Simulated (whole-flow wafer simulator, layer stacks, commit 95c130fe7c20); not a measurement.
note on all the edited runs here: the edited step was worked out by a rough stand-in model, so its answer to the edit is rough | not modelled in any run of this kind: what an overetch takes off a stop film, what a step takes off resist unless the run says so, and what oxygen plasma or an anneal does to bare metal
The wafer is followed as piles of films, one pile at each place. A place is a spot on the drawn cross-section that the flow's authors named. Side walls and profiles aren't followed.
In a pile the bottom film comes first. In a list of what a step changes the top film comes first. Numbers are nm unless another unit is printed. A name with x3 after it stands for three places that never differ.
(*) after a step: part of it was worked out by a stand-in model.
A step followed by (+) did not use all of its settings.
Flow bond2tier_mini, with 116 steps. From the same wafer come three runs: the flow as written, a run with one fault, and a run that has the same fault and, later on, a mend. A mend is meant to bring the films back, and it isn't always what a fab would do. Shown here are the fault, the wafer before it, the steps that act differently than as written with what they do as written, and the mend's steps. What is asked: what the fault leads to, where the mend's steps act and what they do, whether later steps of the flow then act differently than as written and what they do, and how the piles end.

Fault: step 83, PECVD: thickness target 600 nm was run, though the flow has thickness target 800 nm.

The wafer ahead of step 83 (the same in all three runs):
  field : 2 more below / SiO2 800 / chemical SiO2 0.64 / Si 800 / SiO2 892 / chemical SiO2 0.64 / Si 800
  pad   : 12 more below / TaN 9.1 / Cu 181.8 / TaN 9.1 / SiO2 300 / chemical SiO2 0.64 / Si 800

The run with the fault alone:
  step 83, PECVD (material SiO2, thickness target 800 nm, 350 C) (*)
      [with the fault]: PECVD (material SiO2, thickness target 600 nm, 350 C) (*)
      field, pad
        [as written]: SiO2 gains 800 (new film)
        [with the fault]: SiO2 gains 600 (new film)
  Every later step of the flow that is run acts as written at every place that is followed.
  The piles end different from the flow's at field, pad by more than 2% or 0.5 nm, whichever is larger.
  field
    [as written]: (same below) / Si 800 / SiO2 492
    [with the fault]: (same below) / Si 800 / SiO2 292
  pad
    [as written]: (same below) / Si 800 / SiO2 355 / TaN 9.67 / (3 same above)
    [with the fault]: (same below) / Si 800 / SiO2 155 / TaN 9.67 / (3 same above)

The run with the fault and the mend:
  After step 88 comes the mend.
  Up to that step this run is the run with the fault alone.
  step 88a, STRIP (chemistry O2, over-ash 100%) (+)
      field
        KrF resist loses 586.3 (all of it)
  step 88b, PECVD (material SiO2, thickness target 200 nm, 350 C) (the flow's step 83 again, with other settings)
      field, pad
        SiO2 gains 200
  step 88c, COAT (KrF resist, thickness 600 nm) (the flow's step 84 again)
      field, pad
        KrF resist gains 600 (new film)
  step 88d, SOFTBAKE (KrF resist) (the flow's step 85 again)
      does not change any film at any place that is followed
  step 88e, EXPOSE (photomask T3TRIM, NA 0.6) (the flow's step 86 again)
      does not change any film at any place that is followed
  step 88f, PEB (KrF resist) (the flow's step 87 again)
      does not change any film at any place that is followed
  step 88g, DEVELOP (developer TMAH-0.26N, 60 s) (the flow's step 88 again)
      field
        KrF resist loses 13.7
      pad
        KrF resist loses 600 (all of it)
  Every later step of the flow that is run acts as written at every place that is followed.
  At every place that both follow, the piles at the end match the flow's.
